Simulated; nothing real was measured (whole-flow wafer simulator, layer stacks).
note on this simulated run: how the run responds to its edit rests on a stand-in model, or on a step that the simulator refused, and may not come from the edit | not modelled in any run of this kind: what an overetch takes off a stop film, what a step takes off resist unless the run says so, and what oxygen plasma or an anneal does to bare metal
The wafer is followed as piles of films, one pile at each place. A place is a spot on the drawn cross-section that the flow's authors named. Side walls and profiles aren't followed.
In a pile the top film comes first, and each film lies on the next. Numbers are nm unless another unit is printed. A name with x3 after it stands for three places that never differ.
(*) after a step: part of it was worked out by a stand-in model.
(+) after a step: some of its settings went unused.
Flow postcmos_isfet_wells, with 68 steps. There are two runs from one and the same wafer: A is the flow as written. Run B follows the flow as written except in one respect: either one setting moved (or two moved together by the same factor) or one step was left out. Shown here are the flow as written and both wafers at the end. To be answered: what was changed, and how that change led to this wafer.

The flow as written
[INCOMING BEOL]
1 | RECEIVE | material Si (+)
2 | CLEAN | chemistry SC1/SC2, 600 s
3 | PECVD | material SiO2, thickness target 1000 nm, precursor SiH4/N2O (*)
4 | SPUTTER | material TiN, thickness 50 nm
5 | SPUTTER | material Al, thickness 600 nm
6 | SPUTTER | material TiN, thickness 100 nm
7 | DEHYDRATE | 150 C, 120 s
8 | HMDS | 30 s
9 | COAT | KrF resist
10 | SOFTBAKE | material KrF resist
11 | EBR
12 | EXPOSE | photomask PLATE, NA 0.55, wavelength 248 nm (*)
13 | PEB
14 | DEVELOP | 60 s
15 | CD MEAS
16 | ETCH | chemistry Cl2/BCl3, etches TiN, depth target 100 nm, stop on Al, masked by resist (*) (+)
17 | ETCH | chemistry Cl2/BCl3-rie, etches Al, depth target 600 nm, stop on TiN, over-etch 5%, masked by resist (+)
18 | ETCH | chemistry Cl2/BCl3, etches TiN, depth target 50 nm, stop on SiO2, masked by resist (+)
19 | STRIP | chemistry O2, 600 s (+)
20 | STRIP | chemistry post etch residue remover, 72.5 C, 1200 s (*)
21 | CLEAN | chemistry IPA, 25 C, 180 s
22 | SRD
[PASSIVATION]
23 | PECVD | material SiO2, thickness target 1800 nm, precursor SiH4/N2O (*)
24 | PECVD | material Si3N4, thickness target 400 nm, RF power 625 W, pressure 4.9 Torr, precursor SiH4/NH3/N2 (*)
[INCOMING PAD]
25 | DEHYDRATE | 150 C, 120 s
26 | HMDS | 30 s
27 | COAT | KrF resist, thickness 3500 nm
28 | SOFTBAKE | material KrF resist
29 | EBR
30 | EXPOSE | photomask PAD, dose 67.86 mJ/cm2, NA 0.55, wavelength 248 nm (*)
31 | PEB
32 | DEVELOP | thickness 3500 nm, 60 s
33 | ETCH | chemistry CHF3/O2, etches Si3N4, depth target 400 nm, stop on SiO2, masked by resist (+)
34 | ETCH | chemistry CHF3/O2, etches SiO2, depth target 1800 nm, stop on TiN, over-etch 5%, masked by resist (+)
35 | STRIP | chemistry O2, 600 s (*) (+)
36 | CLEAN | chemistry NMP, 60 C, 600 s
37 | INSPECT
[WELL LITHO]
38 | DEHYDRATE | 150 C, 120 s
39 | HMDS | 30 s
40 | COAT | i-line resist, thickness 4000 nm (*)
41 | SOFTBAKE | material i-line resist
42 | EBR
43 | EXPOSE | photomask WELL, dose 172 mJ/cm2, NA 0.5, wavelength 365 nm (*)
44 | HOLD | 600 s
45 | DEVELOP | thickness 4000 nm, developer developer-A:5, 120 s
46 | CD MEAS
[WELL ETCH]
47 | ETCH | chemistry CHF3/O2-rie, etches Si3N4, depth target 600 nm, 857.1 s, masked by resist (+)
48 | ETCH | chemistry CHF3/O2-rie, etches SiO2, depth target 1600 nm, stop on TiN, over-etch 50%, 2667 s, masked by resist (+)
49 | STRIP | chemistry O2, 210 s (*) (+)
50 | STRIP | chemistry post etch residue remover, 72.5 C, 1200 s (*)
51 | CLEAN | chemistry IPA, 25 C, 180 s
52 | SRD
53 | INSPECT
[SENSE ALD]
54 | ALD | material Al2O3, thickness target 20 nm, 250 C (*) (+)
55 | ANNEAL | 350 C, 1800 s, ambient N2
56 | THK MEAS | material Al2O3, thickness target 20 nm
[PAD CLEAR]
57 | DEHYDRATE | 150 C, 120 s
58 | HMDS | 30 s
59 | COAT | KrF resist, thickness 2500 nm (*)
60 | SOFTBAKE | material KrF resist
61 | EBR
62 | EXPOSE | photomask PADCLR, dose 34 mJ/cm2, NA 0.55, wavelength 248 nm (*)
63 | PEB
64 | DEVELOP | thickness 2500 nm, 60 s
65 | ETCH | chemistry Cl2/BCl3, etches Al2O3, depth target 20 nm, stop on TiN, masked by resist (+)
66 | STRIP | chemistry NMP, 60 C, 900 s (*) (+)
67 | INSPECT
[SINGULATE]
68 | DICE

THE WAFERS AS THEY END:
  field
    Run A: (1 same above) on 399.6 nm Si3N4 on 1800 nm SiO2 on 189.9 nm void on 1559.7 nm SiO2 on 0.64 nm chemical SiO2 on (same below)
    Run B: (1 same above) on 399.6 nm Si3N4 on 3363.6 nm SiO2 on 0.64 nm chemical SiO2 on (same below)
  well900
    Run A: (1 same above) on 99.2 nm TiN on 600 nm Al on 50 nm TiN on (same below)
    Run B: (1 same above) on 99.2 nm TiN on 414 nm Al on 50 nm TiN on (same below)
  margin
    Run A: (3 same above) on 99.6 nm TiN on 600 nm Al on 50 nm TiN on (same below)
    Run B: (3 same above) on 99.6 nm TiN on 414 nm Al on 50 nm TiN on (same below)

The reason: step 5, SPUTTER: thickness 414 nm was run, though the flow has thickness 600 nm.
The wafer lets one read it off: well900 has Al 414, and step 5 as written asks for 600 nm.

Step by step, how the change led to this:
  5 | SPUTTER | material Al, thickness 600 nm
      field, margin, well900, well1300 x3, pad_rim, pad_clr, pad_open: A +600 Al (new film) | B +414 Al (new film)
  17 | ETCH | chemistry Cl2/BCl3-rie, etches Al, depth target 600 nm, stop on TiN, over-etch 5%, masked by resist (+)
      margin, well900, well1300 x3, pad_rim, pad_clr, pad_open: A -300 KrF resist | B -217.4 KrF resist
      field: A -600 Al (all of it) | B -414 Al (all of it)
  19 | STRIP | chemistry O2, 600 s (+)
      margin, well900, well1300 x3, pad_rim, pad_clr, pad_open: A -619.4 KrF resist (all of it) | B -702 KrF resist (all of it)
  23 | PECVD | material SiO2, thickness target 1800 nm, precursor SiH4/N2O (*)
      field: A +1800 SiO2 (new film), +189.9 void (new film), +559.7 SiO2 | B +2363.6 SiO2
